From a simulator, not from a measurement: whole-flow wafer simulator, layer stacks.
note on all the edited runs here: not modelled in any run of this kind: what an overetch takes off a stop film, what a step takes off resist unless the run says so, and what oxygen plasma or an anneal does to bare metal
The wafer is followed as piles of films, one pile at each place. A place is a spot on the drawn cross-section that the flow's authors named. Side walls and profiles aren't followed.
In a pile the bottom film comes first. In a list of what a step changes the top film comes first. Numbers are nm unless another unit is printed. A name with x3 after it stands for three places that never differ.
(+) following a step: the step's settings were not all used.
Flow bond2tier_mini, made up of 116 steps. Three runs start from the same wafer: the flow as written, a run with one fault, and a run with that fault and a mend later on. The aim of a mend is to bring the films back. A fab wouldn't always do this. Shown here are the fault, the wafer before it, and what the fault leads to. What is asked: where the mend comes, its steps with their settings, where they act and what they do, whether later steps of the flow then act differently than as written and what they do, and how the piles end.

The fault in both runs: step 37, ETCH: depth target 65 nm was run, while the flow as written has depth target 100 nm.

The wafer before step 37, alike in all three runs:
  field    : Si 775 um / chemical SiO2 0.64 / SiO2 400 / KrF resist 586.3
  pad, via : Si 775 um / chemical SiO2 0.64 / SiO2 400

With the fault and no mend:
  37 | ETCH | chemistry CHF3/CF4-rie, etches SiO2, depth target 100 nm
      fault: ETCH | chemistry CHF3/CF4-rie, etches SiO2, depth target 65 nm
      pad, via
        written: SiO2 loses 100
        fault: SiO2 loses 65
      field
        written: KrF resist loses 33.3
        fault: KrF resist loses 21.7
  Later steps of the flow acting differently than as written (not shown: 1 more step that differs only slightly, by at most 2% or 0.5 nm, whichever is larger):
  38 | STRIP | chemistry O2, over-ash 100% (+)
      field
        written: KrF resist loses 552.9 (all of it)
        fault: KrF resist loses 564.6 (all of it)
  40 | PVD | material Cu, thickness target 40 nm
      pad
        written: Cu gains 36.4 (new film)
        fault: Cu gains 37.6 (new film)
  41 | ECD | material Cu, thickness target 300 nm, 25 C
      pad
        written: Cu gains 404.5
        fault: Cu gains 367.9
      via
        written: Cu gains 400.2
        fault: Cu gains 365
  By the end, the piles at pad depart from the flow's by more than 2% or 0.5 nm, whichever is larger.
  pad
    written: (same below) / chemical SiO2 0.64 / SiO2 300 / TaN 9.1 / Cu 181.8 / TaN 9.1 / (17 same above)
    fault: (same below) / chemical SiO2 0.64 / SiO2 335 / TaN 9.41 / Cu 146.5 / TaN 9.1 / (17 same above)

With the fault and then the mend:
  After step 37 comes the mend.
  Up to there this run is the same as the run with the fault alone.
  37a | ETCH | chemistry CHF3/CF4-rie, etches SiO2, depth target 35 nm (a further turn of the flow's step 37, with different settings)
      pad, via
        SiO2 loses 35
      field
        KrF resist loses 11.7
  None of the later steps of the flow acts differently than as written at any place that is followed.
  At every place that both follow, the piles at the end match the flow's.
